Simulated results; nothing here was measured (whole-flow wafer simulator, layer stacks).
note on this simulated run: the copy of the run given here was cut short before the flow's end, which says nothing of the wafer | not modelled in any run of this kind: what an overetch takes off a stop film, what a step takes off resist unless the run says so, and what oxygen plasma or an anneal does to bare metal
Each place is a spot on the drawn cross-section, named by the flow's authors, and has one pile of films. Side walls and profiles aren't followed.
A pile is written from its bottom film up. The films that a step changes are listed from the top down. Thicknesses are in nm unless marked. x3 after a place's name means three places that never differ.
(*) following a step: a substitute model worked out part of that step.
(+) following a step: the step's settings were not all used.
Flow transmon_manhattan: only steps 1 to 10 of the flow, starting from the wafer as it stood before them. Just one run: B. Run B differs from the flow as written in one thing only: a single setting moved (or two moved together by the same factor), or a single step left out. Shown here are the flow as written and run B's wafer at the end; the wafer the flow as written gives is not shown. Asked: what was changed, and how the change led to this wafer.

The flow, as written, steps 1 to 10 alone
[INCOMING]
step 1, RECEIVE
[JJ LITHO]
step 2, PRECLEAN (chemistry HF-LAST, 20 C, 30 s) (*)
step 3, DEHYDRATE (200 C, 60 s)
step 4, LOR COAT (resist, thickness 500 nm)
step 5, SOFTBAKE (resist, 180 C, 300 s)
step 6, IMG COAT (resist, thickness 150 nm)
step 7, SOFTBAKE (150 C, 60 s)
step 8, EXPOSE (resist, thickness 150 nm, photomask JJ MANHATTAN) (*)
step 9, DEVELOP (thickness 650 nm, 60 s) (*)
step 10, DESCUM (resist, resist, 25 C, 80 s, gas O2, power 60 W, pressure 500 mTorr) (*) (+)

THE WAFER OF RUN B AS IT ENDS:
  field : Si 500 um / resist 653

The reason: step 6, IMG COAT: thickness 165 nm was run, though the flow has thickness 150 nm.

How this came from the change, step by step:
  step 6, IMG COAT (resist, thickness 150 nm)
      field, chan_a x2: +165 resist (as written it would have been: +150 resist)
  step 9, DEVELOP (thickness 650 nm, 60 s) (*)
      chan_a x2: -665 resist (all of it) (as written it would have been: -650 resist (all of it))
